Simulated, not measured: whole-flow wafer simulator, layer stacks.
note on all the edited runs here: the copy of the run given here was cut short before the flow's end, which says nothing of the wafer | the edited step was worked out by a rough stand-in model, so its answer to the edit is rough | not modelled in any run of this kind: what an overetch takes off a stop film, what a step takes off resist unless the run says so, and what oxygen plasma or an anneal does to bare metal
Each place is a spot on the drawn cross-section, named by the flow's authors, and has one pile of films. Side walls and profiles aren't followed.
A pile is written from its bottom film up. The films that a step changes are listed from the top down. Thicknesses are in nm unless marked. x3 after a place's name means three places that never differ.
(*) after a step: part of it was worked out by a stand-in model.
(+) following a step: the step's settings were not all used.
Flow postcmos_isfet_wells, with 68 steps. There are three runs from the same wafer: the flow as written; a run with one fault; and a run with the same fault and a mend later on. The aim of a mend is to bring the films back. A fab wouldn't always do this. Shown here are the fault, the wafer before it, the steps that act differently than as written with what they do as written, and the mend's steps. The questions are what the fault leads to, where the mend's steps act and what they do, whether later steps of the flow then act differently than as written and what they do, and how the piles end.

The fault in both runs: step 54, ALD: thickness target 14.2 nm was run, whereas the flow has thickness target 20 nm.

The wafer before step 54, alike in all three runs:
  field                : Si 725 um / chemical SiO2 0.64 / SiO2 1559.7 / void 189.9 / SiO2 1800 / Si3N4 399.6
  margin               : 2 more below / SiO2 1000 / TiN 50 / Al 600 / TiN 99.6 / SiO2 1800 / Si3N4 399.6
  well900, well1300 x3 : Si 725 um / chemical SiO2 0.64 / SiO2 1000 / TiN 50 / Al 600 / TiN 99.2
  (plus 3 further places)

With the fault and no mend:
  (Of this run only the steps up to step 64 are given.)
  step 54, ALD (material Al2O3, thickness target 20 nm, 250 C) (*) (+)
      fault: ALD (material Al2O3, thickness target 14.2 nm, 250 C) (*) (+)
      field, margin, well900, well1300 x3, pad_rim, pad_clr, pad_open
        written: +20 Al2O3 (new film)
        fault: +14.2 Al2O3 (new film)
  Later steps of the flow up to step 64 that are run all act as written at every place that is followed, up to a difference of at most 2% or 0.5 nm, whichever is larger.
  The piles after step 64 differ from the flow's at field, margin, pad_rim, pad_clr, pad_open by more than 2% or 0.5 nm, whichever is larger.
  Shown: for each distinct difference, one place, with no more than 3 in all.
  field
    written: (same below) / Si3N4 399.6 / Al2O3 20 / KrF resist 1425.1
    fault: (same below) / Si3N4 399.6 / Al2O3 14.2 / KrF resist 1411.4
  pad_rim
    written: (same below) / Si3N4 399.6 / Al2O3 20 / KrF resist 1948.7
    fault: (same below) / Si3N4 399.6 / Al2O3 14.2 / KrF resist 1947.9
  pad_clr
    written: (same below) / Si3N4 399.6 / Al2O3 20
    fault: (same below) / Si3N4 399.6 / Al2O3 14.2

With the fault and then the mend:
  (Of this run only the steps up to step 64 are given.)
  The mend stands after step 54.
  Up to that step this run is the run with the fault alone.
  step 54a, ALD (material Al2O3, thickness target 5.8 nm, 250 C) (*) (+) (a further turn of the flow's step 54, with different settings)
      field, margin, well900, well1300 x3, pad_rim, pad_clr, pad_open
        +5.8 Al2O3
  Later steps of the flow up to step 64 that are run all act as written at every place that is followed.
  At every place that both follow, the piles after step 64 match the flow's.
